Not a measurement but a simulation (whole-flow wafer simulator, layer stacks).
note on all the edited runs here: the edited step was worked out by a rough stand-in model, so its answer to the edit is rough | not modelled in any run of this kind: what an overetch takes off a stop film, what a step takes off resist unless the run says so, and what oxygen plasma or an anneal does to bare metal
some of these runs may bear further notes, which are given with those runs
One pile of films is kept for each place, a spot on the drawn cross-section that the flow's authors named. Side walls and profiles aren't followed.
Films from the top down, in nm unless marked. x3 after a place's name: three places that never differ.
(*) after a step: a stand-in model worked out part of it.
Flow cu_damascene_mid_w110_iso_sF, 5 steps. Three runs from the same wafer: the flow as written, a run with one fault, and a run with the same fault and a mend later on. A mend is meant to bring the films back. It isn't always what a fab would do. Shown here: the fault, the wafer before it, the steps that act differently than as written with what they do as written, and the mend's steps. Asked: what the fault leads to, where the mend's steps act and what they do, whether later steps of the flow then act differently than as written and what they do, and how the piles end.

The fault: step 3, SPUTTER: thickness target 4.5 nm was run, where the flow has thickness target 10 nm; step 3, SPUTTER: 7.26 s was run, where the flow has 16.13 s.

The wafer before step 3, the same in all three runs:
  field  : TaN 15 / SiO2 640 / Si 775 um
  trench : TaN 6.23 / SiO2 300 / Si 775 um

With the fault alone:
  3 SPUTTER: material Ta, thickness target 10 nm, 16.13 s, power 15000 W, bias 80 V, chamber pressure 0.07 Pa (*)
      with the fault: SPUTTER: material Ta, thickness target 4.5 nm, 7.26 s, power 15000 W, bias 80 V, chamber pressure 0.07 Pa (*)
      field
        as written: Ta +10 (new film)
        with the fault: Ta +4.5 (new film)
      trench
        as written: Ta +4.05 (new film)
        with the fault: Ta +1.82 (new film)
  No later step of the flow acts differently than as written, at any place that is followed, by more than 2% or 0.5 nm, whichever is larger.
  At the end the piles differ from the flow's by more than 2% or 0.5 nm, whichever is larger, at field, trench.
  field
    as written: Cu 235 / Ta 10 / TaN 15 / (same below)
    with the fault: Cu 235 / Ta 4.5 / TaN 15 / (same below)
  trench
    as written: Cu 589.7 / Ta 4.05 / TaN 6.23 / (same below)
    with the fault: Cu 586.4 / Ta 1.82 / TaN 6.23 / (same below)

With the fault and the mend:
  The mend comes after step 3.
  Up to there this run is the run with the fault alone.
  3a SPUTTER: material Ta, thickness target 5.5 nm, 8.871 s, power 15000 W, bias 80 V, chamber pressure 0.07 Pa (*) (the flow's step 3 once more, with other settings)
      field
        Ta +5.5
      trench
        Ta +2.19
  No later step of the flow acts differently than as written, at any place that is followed, by more than 2% or 0.5 nm, whichever is larger.
  At the end the piles differ from the flow's only slightly at the places that both follow, by at most 2% or 0.5 nm, whichever is larger.
